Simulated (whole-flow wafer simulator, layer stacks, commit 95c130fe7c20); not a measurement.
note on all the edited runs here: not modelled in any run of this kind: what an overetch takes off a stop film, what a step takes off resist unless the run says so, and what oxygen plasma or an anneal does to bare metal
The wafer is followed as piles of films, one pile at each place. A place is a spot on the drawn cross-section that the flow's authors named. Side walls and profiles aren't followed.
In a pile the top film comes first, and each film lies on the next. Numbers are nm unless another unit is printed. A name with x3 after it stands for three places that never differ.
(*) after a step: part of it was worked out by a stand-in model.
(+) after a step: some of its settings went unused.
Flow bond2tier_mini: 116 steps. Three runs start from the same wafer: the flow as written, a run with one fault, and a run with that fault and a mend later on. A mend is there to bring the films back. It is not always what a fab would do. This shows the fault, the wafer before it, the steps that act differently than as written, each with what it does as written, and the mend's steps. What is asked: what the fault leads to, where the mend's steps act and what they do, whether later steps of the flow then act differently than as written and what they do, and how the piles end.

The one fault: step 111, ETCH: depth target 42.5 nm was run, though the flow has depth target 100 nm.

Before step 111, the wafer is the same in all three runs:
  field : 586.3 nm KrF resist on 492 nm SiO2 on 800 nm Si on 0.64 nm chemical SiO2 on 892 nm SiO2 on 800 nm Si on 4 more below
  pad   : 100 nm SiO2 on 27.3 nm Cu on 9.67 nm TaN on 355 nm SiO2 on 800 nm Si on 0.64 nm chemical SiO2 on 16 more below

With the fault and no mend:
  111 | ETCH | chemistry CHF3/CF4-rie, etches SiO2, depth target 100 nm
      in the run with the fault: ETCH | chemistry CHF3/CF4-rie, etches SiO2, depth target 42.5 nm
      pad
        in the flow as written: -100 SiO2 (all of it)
        in the run with the fault: -42.5 SiO2
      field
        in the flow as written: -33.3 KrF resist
        in the run with the fault: -14.2 KrF resist
  Steps further on in the flow that do not act as written:
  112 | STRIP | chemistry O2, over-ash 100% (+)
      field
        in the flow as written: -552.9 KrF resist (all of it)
        in the run with the fault: -572.1 KrF resist (all of it)
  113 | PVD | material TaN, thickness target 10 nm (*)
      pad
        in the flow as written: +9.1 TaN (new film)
        in the run with the fault: +9.62 TaN (new film)
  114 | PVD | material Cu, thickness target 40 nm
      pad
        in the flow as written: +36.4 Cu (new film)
        in the run with the fault: +38.5 Cu (new film)
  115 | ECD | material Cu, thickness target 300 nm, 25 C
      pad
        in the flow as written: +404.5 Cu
        in the run with the fault: +344.4 Cu
  By the end, the piles at pad depart from the flow's by more than 2% or 0.5 nm, whichever is larger.
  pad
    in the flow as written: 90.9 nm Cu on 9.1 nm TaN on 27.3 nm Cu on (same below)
    in the run with the fault: 32.9 nm Cu on 9.62 nm TaN on 57.5 nm SiO2 on 27.3 nm Cu on (same below)

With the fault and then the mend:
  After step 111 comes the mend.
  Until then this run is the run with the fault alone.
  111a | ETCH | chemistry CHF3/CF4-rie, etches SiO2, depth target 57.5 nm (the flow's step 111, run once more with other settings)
      field
        -19.2 KrF resist
      pad
        -57.5 SiO2 (all of it)
  Every later step of the flow that is run acts as written at every place that is followed.
  By the end, the piles equal the flow's at every place that both follow.
